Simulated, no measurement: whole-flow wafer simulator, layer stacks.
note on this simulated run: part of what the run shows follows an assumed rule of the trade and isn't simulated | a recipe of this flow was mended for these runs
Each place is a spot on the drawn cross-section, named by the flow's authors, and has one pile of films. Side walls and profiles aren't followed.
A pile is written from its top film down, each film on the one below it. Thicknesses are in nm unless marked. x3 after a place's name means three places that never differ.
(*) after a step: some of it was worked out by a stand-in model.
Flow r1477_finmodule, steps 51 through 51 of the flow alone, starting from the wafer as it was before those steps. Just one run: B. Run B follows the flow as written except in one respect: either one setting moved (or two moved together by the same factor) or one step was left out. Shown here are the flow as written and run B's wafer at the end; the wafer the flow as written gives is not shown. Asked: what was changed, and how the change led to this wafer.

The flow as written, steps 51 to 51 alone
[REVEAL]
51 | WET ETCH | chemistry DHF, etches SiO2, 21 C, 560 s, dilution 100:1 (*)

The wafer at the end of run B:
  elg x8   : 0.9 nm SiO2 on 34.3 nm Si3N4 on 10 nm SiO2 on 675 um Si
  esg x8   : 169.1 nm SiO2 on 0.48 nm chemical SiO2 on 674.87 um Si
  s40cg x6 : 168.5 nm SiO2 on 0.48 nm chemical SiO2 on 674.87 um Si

What caused this: step 51, WET ETCH: 426 s was run, while the flow as written has 560 s.

Step by step, how the change led to this:
  51 | WET ETCH | chemistry DHF, etches SiO2, 21 C, 560 s, dilution 100:1 (*)
      elg x8: -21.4 SiO2 (it would be, as written: -22.3 SiO2 (all of it), -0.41 Si3N4)
      esg x8, s40cg x6, s40sg x6: -21.4 SiO2 (it would be, as written: -28.1 SiO2)
      (and at 2 other places as well)
